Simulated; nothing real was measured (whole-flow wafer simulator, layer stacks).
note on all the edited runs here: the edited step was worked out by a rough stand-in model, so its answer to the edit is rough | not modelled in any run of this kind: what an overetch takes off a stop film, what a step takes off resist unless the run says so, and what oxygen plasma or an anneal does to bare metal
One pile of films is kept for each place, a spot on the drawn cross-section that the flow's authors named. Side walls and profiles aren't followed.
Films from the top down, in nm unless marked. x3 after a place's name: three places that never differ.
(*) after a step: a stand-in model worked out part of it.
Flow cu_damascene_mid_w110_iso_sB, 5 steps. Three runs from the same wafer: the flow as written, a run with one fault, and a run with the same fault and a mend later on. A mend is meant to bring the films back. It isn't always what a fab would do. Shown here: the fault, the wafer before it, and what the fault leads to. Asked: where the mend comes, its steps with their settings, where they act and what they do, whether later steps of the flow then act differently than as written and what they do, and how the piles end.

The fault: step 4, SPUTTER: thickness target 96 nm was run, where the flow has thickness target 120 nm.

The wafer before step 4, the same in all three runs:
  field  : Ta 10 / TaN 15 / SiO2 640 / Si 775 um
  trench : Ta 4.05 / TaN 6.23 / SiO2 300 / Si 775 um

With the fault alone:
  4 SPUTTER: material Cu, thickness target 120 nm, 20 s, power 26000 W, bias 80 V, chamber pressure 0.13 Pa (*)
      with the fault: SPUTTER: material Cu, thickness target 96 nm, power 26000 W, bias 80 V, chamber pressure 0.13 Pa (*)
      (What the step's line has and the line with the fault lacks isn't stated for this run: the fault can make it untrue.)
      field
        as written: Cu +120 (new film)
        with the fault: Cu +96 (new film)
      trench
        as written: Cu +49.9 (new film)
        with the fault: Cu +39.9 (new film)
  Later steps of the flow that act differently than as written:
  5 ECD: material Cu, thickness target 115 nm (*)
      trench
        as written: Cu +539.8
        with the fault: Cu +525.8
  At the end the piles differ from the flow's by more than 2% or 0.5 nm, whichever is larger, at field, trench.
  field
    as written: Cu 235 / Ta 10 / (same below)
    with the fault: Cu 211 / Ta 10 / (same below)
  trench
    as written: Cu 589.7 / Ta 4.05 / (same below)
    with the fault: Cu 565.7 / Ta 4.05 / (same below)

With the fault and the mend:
  The mend comes after step 4.
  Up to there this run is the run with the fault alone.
  4a SPUTTER: material Cu, thickness target 24 nm, power 26000 W, bias 80 V, chamber pressure 0.13 Pa (*) (the flow's step 4 once more, with other settings)
      field
        Cu +24
      trench
        Cu +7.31
  No later step of the flow acts differently than as written, at any place that is followed, by more than 2% or 0.5 nm, whichever is larger.
  At the end the piles are the same as the flow's at every place that both follow.
